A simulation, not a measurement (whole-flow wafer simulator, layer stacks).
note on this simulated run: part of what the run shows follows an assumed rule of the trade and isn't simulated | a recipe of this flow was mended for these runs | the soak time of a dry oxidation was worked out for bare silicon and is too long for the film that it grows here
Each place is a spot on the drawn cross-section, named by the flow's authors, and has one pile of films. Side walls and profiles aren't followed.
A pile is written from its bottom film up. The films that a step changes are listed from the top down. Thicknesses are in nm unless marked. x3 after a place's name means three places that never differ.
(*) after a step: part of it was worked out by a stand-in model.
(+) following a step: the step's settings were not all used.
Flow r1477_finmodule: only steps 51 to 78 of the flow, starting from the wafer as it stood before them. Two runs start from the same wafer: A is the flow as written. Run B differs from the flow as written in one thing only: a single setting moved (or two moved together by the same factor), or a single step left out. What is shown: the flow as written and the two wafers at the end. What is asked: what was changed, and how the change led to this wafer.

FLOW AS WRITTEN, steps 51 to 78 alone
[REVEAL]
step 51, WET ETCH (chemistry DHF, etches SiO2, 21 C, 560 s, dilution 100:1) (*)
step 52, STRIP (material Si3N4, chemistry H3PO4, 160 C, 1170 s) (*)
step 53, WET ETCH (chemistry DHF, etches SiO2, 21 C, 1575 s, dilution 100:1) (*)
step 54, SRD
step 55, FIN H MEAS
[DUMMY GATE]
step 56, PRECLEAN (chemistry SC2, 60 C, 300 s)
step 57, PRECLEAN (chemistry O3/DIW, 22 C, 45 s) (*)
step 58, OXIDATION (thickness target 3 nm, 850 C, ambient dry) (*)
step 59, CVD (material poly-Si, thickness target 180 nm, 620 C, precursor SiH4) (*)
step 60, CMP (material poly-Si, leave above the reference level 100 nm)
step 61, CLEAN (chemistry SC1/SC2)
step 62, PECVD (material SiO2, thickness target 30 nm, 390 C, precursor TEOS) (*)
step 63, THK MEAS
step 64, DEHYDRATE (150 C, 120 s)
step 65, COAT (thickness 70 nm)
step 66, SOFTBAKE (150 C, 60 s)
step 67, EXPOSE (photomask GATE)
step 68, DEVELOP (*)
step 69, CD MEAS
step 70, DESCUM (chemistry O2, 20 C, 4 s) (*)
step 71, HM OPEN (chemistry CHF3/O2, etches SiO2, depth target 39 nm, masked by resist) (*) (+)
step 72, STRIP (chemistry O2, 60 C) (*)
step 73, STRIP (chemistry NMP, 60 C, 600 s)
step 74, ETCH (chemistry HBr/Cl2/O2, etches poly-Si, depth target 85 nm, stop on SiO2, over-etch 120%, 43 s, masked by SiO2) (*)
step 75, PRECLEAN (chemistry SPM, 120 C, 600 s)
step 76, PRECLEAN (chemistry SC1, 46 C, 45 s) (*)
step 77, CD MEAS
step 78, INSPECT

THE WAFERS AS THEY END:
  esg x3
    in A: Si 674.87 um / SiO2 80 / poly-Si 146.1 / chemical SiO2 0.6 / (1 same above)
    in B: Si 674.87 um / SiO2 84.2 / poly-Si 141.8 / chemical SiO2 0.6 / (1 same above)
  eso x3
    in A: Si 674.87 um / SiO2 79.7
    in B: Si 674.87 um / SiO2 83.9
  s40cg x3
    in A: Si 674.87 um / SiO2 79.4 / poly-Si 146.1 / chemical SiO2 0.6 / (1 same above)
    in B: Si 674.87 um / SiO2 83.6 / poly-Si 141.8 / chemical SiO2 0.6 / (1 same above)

The reason: step 51, WET ETCH: 476 s was run, though the flow has 560 s.

The path from the change to this, step by step:
  step 51, WET ETCH (chemistry DHF, etches SiO2, 21 C, 560 s, dilution 100:1) (*)
      esg x3, e200sg, s40cg x3, s40sg x3, eso x3, e200so, s40co x3, s40so x3: A SiO2 loses 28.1 | B SiO2 loses 23.9
      pad, padg: A SiO2 loses 30.5 | B SiO2 loses 25.9
  step 60, CMP (material poly-Si, leave above the reference level 100 nm)
      pad, padg: A poly-Si loses 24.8 | B poly-Si loses 29.3
  step 74, ETCH (chemistry HBr/Cl2/O2, etches poly-Si, depth target 85 nm, stop on SiO2, over-etch 120%, 43 s, masked by SiO2) (*)
      eso x3, e200so, s40co x3, s40so x3: A chemical SiO2 loses 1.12 (all of it), poly-Si loses 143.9 (all of it), SiO2 loses 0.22 | B chemical SiO2 loses 1.12 (all of it), poly-Si loses 139.7 (all of it), SiO2 loses 0.24
      pad: A chemical SiO2 loses 1.12 (all of it), poly-Si loses 152.8 (all of it), SiO2 loses 0.17 | B chemical SiO2 loses 1.12 (all of it), poly-Si loses 148.2 (all of it), SiO2 loses 0.19
